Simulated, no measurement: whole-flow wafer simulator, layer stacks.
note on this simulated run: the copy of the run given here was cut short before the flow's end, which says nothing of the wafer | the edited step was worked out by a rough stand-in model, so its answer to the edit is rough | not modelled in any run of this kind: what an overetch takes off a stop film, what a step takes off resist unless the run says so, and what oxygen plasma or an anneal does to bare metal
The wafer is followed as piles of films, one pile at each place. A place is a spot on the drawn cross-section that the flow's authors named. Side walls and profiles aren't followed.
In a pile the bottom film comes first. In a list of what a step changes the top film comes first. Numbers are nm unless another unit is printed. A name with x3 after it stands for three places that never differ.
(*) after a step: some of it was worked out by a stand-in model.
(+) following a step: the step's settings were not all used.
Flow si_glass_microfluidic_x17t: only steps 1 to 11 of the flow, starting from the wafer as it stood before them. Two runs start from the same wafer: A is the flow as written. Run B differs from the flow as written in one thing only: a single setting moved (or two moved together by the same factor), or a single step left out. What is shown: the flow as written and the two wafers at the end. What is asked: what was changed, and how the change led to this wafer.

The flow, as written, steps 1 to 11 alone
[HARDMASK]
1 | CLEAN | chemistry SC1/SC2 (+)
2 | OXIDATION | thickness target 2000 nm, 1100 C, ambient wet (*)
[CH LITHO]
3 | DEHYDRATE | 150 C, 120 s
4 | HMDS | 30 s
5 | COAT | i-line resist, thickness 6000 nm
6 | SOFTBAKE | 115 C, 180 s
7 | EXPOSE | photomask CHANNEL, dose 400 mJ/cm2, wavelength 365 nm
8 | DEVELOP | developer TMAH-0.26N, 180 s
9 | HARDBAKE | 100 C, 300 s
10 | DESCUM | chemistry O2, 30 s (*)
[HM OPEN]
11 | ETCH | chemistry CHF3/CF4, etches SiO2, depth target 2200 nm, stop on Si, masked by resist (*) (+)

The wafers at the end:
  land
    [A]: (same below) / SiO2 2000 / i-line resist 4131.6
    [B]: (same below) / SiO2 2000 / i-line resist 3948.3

What caused this: step 11, ETCH: depth target 2420 nm was run, whereas the flow has depth target 2200 nm.

How this came from the change, step by step:
  11 | ETCH | chemistry CHF3/CF4, etches SiO2, depth target 2200 nm, stop on Si, masked by resist (*) (+)
      land: A i-line resist loses 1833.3 | B i-line resist loses 2016.7
